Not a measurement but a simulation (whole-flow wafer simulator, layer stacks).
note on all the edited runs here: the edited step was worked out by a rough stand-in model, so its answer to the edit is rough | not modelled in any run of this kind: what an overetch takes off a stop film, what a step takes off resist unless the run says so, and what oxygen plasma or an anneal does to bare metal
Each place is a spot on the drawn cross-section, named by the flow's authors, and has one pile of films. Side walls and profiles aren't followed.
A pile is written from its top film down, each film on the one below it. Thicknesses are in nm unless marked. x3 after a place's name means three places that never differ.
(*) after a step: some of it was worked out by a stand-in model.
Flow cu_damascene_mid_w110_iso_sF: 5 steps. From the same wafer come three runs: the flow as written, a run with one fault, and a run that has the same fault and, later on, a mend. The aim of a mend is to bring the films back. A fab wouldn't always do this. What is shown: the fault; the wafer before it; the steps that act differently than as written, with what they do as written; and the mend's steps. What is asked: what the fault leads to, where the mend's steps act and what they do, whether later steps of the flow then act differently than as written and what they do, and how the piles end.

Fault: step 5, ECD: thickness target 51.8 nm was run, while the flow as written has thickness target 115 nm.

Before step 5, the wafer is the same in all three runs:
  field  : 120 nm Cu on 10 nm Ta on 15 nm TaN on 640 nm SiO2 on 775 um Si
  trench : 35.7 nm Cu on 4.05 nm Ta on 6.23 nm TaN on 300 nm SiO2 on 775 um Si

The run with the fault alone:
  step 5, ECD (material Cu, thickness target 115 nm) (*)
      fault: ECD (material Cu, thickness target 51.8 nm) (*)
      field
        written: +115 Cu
        fault: +51.8 Cu
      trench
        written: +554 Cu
        fault: +490.8 Cu
  None of the later steps of the flow acts differently than as written at any place that is followed.
  At field, trench, the piles at the end differ from the flow's by more than 2% or 0.5 nm, whichever is larger.
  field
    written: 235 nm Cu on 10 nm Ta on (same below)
    fault: 171.8 nm Cu on 10 nm Ta on (same below)
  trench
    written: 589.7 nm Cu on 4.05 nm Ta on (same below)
    fault: 526.5 nm Cu on 4.05 nm Ta on (same below)

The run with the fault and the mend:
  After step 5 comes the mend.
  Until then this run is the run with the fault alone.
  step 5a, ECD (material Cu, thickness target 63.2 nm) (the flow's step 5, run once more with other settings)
      field, trench
        +63.2 Cu
  None of the later steps of the flow acts differently than as written at any place that is followed.
  At every place that both follow, the piles at the end match the flow's.
